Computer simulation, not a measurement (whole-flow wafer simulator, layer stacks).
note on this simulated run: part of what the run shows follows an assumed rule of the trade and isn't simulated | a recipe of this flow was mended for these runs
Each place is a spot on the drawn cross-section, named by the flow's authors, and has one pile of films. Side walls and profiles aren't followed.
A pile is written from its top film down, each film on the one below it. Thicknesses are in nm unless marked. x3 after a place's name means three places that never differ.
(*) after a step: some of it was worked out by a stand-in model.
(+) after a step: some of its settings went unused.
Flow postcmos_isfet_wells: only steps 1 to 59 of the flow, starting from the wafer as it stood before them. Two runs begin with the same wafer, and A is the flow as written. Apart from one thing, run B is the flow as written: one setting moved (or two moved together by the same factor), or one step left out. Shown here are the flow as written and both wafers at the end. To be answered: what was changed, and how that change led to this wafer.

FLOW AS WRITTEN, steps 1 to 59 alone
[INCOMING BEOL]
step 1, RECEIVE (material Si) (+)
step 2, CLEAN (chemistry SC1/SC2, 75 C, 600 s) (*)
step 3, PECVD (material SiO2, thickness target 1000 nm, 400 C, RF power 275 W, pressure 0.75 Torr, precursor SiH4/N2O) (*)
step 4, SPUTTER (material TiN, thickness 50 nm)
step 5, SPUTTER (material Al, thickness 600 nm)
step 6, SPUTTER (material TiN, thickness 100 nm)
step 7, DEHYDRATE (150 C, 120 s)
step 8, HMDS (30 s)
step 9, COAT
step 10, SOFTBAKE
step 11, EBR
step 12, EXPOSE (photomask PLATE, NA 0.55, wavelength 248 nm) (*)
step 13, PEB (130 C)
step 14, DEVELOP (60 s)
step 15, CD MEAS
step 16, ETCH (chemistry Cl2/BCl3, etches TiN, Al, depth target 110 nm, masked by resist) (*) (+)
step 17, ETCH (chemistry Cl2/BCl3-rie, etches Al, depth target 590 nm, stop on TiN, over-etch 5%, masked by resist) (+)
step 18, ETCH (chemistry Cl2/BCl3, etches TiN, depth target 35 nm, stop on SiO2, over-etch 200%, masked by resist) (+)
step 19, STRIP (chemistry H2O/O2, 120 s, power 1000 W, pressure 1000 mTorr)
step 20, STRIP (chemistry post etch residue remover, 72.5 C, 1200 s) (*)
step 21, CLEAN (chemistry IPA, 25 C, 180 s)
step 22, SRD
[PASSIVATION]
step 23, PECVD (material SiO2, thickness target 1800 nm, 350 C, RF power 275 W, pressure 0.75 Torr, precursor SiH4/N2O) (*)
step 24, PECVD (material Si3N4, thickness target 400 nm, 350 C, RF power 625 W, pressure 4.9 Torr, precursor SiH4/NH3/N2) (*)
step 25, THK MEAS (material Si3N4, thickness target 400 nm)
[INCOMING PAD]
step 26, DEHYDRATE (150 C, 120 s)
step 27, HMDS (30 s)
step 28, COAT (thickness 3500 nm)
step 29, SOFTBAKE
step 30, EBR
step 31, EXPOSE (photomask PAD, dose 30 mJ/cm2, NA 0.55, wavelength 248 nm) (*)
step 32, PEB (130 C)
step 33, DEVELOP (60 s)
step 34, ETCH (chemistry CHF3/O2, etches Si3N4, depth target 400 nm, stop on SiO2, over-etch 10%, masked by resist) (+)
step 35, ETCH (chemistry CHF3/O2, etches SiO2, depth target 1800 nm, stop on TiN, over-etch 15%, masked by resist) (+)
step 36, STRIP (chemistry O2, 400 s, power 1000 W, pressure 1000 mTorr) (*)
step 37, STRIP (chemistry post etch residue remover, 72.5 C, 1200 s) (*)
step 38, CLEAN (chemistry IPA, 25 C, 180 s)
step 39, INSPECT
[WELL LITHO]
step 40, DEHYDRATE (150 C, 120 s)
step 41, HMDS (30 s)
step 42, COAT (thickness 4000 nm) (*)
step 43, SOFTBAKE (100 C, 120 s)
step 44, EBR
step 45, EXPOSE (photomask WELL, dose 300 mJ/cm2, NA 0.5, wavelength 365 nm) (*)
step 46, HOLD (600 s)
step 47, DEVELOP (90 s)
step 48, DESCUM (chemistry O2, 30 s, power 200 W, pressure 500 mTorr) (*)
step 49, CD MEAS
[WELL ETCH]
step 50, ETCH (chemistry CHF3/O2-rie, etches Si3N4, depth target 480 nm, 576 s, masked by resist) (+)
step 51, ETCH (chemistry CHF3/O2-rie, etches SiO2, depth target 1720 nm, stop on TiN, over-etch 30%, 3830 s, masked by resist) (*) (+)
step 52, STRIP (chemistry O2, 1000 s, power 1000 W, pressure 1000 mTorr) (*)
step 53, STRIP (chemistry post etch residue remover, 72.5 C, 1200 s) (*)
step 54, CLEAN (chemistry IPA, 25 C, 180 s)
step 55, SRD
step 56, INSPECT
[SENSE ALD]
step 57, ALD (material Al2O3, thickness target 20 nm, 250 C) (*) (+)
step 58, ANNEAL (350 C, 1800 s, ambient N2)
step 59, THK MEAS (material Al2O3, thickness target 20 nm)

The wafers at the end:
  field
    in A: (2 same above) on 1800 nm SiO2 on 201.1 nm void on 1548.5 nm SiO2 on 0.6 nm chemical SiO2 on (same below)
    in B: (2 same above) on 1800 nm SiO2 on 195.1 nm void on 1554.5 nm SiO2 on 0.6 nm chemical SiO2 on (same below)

The reason: step 18, ETCH: depth target 22 nm was run, while the flow as written has depth target 35 nm.

How this came from the change, step by step:
  step 18, ETCH (chemistry Cl2/BCl3, etches TiN, depth target 35 nm, stop on SiO2, over-etch 200%, masked by resist) (+)
      margin x2, well900 x4, pad_clr, pad_open: A -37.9 thick-KrF-resist | B -26.4 thick-KrF-resist
      field: A -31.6 TiN (all of it), -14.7 SiO2 | B -31.6 TiN (all of it), -6.89 SiO2
  step 23, PECVD (material SiO2, thickness target 1800 nm, 350 C, RF power 275 W, pressure 0.75 Torr, precursor SiH4/N2O) (*)
      field: A +1800 SiO2 (new film), +201.1 void (new film), +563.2 SiO2 | B +1800 SiO2 (new film), +195.1 void (new film), +561.3 SiO2
